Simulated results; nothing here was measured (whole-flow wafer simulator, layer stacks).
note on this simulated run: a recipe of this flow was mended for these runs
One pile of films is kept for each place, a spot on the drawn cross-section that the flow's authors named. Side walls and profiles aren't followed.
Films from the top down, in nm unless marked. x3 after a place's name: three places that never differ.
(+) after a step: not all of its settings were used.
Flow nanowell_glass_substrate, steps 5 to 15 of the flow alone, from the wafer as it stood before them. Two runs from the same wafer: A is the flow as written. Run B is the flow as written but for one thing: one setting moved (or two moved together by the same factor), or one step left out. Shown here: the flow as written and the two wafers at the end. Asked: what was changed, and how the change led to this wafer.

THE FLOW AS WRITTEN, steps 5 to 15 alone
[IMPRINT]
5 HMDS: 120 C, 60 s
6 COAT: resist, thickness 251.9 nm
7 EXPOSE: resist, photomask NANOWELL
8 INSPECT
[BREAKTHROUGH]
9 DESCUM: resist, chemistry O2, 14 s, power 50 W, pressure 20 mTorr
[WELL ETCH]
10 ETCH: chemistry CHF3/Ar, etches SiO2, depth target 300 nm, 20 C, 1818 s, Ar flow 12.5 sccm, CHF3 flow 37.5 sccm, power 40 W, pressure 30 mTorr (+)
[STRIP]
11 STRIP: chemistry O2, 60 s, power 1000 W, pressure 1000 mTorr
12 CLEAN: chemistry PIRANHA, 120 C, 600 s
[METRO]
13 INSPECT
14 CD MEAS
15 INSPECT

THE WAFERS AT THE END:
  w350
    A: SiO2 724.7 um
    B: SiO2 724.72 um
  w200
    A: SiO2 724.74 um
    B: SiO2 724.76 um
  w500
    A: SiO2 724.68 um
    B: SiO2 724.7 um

The cause: step 6, COAT: thickness 288.2 nm was run, where the flow has thickness 251.9 nm.

How the change led to this, step by step:
  6 COAT: resist, thickness 251.9 nm
      land, w350, w200, w500, w700: A resist +251.9 (new film) | B resist +288.2 (new film)
  7 EXPOSE: resist, photomask NANOWELL
      land: A resist +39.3 | B resist +36
  9 DESCUM: resist, chemistry O2, 14 s, power 50 W, pressure 20 mTorr
      w350, w200, w500, w700: A resist -18.2 (all of it) | B resist -34.9
  10 ETCH: chemistry CHF3/Ar, etches SiO2, depth target 300 nm, 20 C, 1818 s, Ar flow 12.5 sccm, CHF3 flow 37.5 sccm, power 40 W, pressure 30 mTorr (+)
      w350: A SiO2 -300 | B resist -16.4 (all of it), SiO2 -283
      w200: A SiO2 -260.5 | B resist -16.4 (all of it), SiO2 -242.4
      (and at 2 more places)
  11 STRIP: chemistry O2, 60 s, power 1000 W, pressure 1000 mTorr
      land: A resist -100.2 (all of it) | B resist -130.7 (all of it)
